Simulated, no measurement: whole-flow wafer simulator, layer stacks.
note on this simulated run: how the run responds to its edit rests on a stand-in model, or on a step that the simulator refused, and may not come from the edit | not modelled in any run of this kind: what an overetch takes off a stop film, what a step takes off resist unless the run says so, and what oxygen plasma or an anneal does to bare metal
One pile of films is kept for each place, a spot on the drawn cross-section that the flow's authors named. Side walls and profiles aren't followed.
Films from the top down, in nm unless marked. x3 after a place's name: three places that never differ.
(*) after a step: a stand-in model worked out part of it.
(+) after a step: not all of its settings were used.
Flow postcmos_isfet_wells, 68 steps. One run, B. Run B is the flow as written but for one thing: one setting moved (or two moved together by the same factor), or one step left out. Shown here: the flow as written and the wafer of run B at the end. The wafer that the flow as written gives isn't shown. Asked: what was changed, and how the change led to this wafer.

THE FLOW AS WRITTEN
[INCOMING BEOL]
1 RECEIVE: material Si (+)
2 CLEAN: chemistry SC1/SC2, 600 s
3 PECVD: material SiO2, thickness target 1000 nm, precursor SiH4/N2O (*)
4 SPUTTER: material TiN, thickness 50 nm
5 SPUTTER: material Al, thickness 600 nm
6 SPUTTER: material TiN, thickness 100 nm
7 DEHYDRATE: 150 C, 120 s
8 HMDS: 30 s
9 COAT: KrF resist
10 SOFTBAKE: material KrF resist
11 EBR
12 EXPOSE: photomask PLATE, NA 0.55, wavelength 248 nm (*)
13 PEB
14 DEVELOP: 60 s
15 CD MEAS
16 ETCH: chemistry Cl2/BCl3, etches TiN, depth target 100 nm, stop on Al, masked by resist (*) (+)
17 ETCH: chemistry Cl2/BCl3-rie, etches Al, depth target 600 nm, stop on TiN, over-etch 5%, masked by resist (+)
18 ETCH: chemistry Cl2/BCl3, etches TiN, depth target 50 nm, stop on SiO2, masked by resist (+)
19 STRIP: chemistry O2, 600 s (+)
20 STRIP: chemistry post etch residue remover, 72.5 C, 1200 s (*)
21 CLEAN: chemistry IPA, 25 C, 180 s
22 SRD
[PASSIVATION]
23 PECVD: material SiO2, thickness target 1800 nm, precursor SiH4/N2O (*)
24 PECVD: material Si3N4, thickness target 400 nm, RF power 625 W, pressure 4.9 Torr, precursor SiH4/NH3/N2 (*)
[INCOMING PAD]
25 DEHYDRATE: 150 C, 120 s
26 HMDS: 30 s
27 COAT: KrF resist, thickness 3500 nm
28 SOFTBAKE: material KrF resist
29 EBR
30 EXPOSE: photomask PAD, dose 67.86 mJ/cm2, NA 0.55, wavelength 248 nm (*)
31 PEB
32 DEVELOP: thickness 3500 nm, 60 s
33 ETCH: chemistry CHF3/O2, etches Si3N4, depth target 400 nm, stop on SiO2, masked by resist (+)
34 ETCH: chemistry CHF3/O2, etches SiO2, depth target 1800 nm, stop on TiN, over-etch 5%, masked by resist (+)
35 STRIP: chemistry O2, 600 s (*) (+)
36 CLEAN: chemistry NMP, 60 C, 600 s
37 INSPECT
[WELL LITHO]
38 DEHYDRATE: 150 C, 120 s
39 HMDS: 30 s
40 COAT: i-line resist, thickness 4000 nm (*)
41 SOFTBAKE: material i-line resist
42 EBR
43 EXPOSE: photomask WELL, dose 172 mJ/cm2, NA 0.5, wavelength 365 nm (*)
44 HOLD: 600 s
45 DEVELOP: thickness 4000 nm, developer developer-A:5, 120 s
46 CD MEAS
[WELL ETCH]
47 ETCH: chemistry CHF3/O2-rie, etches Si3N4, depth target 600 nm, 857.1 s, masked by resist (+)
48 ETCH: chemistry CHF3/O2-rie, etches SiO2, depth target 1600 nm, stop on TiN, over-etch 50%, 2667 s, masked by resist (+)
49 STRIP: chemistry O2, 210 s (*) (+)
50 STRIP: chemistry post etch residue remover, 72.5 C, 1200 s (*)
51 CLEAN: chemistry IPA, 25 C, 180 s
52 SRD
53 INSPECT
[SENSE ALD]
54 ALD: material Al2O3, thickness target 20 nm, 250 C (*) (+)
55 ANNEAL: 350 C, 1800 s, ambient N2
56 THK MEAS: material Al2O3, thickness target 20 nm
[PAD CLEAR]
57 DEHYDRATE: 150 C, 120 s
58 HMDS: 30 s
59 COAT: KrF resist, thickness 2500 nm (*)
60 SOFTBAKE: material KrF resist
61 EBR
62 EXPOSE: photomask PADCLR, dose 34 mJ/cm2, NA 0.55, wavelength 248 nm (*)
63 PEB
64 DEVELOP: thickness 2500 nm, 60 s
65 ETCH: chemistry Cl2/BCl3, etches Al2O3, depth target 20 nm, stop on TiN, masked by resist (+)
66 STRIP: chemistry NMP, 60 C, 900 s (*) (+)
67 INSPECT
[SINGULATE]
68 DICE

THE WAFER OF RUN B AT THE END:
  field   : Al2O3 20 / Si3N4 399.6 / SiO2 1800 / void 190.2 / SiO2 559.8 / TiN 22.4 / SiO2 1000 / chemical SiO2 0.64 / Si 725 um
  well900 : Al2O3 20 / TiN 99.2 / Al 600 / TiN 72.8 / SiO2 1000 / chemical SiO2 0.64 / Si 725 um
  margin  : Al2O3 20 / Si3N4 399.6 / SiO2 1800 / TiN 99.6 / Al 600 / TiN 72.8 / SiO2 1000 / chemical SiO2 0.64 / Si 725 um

The cause: step 4, SPUTTER: thickness 72.8 nm was run, where the flow has thickness 50 nm.
It can be read off the wafer: well900 has TiN 72.8, and step 4 as written asks for 50 nm.

How the change led to this, step by step:
  4 SPUTTER: material TiN, thickness 50 nm
      field, margin, well900, well1300 x3, pad_rim, pad_clr, pad_open: TiN +72.8 (new film) (as written it would be: TiN +50 (new film))
  18 ETCH: chemistry Cl2/BCl3, etches TiN, depth target 50 nm, stop on SiO2, masked by resist (+)
      field: TiN -50 (as written it would be: TiN -50 (all of it))
  23 PECVD: material SiO2, thickness target 1800 nm, precursor SiH4/N2O (*)
      field: SiO2 +1800 (new film), void +190.2 (new film), SiO2 +559.8 (new film) (as written it would be: SiO2 +1800 (new film), void +189.9 (new film), SiO2 +559.7)
Counting metal films that touch as one body, field has 1 body; the flow as written gives 0 bodies.
